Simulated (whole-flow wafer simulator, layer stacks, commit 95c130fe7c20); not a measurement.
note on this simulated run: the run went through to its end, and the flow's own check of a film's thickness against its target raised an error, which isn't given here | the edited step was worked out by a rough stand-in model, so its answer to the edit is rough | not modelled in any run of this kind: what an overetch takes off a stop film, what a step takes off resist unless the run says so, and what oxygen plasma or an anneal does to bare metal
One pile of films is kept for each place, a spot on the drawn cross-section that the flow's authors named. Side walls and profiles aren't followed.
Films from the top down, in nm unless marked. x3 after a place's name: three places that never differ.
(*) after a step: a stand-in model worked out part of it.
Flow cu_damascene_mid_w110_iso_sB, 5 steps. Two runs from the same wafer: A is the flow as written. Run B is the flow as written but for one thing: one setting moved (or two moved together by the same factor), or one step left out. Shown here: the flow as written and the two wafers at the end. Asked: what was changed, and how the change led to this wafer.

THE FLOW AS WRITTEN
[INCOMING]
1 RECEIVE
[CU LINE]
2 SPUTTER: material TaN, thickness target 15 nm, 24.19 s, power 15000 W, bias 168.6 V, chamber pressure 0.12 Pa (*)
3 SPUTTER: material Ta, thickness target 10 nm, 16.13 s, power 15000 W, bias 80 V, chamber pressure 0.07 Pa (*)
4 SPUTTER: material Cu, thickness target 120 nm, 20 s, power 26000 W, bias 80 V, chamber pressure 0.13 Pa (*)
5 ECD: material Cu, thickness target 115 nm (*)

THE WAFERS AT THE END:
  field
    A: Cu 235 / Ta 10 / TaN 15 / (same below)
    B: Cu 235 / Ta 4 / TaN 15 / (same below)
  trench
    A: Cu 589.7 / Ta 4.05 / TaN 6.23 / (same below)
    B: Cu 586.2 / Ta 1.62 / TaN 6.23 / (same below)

The cause: step 3, SPUTTER: thickness target 4 nm was run, where the flow has thickness target 10 nm.
It can be read off the wafer: field has Ta 4, and step 3 as written asks for 10 nm.

How the change led to this, step by step:
  3 SPUTTER: material Ta, thickness target 10 nm, 16.13 s, power 15000 W, bias 80 V, chamber pressure 0.07 Pa (*)
      field: A Ta +10 (new film) | B Ta +4 (new film)
      trench: A Ta +4.05 (new film) | B Ta +1.62 (new film)
